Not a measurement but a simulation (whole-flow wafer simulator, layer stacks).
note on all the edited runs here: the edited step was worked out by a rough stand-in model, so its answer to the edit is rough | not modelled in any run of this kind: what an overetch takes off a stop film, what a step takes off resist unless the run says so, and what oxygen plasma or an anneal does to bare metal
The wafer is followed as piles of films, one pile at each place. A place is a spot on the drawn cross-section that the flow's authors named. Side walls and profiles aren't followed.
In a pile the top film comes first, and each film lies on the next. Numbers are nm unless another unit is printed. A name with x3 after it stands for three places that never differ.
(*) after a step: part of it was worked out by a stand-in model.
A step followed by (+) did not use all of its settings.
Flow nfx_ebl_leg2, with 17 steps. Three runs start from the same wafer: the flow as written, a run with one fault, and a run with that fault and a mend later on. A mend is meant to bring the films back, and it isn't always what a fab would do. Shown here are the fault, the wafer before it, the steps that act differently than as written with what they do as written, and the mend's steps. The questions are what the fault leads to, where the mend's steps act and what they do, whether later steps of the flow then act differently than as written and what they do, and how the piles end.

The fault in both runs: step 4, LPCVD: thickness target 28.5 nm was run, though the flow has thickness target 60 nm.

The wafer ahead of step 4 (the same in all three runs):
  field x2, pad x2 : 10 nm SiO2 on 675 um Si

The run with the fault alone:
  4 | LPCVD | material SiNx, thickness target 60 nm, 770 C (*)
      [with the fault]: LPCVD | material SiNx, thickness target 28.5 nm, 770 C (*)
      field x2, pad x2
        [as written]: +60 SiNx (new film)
        [with the fault]: +28.5 SiNx (new film)
  Steps further on in the flow that do not act as written:
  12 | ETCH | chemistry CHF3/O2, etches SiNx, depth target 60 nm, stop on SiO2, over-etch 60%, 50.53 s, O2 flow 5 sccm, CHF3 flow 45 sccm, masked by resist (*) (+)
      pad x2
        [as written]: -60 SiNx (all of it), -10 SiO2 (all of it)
        [with the fault]: -28.5 SiNx (all of it), -10 SiO2 (all of it)
  At field x2, the piles at the end differ from the flow's by more than 2% or 0.5 nm, whichever is larger.
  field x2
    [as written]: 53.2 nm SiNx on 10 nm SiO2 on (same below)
    [with the fault]: 21.7 nm SiNx on 10 nm SiO2 on (same below)

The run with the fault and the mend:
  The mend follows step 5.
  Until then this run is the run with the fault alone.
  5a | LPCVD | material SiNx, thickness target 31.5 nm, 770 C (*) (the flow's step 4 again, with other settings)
      field x2, pad x2
        +31.5 SiNx
  Every later step of the flow that is run acts as written at every place that is followed.
  By the end, the piles equal the flow's at every place that both follow.
